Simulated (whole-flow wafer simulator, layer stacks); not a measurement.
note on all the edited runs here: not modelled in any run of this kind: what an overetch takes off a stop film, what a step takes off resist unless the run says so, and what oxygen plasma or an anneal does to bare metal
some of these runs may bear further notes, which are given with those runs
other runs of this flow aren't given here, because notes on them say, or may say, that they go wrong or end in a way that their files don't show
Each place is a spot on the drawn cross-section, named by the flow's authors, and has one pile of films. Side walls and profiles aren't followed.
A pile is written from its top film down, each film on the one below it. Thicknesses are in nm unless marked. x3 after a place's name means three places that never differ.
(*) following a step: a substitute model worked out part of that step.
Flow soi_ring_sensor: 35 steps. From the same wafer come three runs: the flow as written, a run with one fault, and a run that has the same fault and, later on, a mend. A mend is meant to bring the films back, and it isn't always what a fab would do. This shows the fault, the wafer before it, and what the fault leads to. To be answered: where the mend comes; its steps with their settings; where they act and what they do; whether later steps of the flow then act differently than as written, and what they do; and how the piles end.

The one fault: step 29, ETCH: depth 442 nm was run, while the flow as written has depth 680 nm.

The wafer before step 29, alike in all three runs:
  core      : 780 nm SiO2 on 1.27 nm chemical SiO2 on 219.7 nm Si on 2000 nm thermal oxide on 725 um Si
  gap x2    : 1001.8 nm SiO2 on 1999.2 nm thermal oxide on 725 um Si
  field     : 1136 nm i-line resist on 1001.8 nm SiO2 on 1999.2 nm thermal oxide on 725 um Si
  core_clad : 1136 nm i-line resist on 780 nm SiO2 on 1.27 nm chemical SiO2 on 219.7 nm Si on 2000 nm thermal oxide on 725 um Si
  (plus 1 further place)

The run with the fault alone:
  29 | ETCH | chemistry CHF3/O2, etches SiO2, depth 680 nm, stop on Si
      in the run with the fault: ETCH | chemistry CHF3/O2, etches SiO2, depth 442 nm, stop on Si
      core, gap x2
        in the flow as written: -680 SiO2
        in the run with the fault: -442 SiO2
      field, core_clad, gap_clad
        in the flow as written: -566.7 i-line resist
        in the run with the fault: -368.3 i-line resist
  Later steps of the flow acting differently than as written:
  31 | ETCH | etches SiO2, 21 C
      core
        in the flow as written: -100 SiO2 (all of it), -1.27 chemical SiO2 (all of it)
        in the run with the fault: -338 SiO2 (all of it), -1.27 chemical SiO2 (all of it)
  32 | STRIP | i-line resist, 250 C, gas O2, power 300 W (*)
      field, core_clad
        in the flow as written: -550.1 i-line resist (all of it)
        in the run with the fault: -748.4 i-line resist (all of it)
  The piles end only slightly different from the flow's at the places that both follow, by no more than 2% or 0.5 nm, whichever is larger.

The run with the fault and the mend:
  The mend stands after step 29.
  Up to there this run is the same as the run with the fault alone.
  29a | ETCH | chemistry CHF3/O2, etches SiO2, depth 238 nm, stop on Si (the flow's step 29, run once more with other settings)
      core, gap x2
        -238 SiO2
      field, core_clad, gap_clad
        -198.3 i-line resist
  None of the later steps of the flow acts differently than as written at any place that is followed.
  The piles end the same as the flow's at every place that both follow.
